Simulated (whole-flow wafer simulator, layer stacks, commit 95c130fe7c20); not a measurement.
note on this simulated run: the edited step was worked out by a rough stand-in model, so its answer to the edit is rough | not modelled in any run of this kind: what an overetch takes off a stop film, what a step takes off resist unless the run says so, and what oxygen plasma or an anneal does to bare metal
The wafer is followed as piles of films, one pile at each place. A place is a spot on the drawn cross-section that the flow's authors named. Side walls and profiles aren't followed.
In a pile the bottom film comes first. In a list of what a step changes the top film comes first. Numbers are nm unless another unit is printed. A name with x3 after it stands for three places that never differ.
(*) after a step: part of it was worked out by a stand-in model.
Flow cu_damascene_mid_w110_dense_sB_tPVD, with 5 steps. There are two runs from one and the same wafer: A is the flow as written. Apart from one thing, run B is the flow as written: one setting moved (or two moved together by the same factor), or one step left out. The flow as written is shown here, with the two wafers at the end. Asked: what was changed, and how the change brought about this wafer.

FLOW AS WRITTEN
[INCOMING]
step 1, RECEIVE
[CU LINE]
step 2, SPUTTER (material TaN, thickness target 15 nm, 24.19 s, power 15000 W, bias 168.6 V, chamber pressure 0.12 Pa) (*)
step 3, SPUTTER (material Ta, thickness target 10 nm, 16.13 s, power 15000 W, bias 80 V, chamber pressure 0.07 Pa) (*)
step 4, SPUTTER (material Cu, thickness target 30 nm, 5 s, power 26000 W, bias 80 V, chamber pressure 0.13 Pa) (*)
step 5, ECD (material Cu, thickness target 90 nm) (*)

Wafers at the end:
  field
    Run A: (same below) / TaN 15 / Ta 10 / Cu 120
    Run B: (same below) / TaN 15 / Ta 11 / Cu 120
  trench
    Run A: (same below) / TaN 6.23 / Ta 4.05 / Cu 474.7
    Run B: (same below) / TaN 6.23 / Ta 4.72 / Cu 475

Cause: step 3, SPUTTER: bias 51.2 V was run, whereas the flow has bias 80 V.

The path from the change to this, step by step:
  step 3, SPUTTER (material Ta, thickness target 10 nm, 16.13 s, power 15000 W, bias 80 V, chamber pressure 0.07 Pa) (*)
      field: A Ta gains 10 (new film) | B Ta gains 11 (new film)
      trench: A Ta gains 4.05 (new film) | B Ta gains 4.72 (new film)
